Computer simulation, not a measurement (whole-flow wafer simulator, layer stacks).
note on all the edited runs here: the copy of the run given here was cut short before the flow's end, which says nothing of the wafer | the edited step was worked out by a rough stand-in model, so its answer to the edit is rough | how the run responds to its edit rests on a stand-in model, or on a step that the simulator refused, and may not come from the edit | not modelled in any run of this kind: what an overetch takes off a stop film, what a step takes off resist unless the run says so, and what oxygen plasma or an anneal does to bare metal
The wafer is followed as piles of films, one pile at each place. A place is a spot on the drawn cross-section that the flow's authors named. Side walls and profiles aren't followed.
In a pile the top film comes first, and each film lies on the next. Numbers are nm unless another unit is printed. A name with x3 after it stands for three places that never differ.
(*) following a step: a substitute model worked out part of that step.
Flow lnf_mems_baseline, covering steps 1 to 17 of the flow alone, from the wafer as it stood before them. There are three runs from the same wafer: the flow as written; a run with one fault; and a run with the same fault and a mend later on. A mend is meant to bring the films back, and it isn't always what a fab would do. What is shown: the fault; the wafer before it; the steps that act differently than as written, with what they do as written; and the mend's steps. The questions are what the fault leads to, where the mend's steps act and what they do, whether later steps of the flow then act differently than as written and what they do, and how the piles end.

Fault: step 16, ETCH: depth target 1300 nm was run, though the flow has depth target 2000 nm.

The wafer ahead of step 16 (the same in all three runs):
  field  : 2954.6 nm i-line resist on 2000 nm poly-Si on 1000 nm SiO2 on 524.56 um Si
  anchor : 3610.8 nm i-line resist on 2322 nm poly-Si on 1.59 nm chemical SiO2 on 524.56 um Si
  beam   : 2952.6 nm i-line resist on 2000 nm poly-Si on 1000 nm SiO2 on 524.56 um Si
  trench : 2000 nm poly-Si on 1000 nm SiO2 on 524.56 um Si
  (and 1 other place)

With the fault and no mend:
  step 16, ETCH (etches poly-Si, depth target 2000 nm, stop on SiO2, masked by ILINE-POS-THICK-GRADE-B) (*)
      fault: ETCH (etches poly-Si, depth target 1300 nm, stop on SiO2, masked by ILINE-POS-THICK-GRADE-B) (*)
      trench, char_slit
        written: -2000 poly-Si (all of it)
        fault: -1300 poly-Si
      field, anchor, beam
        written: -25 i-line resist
        fault: -16.2 i-line resist
  Later steps of the flow acting differently than as written:
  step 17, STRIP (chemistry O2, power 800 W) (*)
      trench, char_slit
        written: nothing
        fault: +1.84 chemical SiO2 (new film), -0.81 poly-Si
  The piles end different from the flow's at trench, char_slit by more than 2% or 0.5 nm, whichever is larger.
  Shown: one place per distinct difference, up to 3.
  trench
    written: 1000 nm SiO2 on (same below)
    fault: 1.84 nm chemical SiO2 on 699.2 nm poly-Si on 1000 nm SiO2 on (same below)

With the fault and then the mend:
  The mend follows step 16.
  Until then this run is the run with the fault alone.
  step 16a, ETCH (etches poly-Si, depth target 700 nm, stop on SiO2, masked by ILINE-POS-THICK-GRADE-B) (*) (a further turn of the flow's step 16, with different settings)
      field, anchor, beam
        -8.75 i-line resist
      trench, char_slit
        -700 poly-Si (all of it)
  Later steps of the flow that are run all act as written at every place that is followed.
  At every place that both follow, the piles at the end match the flow's.
